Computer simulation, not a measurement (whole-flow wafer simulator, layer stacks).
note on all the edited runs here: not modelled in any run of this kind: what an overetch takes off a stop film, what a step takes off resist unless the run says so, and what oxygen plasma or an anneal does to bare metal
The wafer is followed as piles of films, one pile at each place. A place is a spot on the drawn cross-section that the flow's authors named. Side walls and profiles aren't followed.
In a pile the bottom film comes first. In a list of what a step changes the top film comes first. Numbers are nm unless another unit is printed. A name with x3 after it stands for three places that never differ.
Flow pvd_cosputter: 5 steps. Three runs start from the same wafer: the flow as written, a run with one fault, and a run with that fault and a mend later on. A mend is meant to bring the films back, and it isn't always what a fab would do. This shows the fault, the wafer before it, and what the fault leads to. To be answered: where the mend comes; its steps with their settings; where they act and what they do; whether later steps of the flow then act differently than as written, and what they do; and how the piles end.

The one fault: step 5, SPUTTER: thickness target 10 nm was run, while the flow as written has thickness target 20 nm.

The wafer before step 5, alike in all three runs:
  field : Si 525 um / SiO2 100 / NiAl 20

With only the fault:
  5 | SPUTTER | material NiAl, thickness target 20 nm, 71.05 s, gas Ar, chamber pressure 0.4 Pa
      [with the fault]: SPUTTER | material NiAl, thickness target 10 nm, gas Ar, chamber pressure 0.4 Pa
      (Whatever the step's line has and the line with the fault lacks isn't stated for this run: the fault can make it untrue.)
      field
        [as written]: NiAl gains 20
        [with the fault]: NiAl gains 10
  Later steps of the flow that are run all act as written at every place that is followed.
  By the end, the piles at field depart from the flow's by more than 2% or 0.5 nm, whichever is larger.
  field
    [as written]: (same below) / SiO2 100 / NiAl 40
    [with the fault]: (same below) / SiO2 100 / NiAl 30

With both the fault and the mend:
  The mend follows step 5.
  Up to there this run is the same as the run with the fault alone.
  5a | SPUTTER | material NiAl, thickness target 10 nm, gas Ar, chamber pressure 0.4 Pa (the flow's step 5, run once more with other settings)
      field
        NiAl gains 10
  Later steps of the flow that are run all act as written at every place that is followed.
  At every place that both follow, the piles at the end match the flow's.
